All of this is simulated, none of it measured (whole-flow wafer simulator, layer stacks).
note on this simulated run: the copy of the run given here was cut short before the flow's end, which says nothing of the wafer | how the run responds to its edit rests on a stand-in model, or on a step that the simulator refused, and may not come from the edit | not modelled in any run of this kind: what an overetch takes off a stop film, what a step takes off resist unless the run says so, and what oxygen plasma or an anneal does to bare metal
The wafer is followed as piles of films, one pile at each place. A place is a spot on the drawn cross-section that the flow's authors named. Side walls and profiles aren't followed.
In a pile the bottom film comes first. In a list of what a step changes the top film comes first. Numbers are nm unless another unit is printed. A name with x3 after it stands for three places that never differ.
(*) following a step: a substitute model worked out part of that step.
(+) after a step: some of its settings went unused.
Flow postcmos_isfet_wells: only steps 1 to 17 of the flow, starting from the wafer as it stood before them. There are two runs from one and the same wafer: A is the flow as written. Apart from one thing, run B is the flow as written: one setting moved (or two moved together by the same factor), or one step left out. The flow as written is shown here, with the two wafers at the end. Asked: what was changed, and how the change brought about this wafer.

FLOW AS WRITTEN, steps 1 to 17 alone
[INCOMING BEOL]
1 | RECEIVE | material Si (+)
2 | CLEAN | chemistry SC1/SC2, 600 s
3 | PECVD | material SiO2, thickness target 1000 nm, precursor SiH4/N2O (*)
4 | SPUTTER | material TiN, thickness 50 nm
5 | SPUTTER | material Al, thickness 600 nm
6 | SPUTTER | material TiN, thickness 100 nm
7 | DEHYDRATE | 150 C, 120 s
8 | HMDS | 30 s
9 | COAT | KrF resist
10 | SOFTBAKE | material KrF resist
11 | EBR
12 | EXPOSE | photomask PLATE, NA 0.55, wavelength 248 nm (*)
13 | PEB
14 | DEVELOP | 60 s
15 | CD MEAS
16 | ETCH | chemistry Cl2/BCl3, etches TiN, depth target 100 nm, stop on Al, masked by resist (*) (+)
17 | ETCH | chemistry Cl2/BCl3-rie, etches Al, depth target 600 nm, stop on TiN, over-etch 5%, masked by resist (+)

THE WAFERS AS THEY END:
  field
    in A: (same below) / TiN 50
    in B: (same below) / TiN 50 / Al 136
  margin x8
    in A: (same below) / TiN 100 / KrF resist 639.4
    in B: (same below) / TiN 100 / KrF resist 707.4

The reason: step 17, ETCH: depth target 464 nm was run, though the flow has depth target 600 nm.

How this came from the change, step by step:
  17 | ETCH | chemistry Cl2/BCl3-rie, etches Al, depth target 600 nm, stop on TiN, over-etch 5%, masked by resist (+)
      field: A -600 Al (all of it) | B -464 Al
      margin x8: A -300 KrF resist | B -232 KrF resist
